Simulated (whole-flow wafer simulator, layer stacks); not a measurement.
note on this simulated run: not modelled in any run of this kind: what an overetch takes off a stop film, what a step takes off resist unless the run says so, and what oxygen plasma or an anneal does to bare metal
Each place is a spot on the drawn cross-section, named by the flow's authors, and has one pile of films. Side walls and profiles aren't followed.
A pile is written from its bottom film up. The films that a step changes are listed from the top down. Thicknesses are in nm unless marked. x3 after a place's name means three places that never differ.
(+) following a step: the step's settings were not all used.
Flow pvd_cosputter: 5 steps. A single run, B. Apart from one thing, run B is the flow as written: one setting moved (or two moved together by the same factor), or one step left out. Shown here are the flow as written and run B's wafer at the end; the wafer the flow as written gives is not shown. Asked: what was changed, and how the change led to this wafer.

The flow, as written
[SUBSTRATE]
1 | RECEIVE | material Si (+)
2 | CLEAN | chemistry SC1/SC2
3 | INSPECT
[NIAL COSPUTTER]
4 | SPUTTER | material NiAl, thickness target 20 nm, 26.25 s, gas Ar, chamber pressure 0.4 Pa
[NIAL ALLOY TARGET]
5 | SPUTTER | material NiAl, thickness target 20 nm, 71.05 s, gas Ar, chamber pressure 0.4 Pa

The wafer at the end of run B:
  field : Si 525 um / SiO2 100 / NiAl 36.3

Cause: step 5, SPUTTER: thickness target 16.34 nm was run, while the flow as written has thickness target 20 nm; step 5, SPUTTER: 58.05 s was run, where the flow has 71.05 s.

Step by step, how the change led to this:
  5 | SPUTTER | material NiAl, thickness target 20 nm, 71.05 s, gas Ar, chamber pressure 0.4 Pa
      field: NiAl gains 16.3 (it would be, as written: NiAl gains 20)
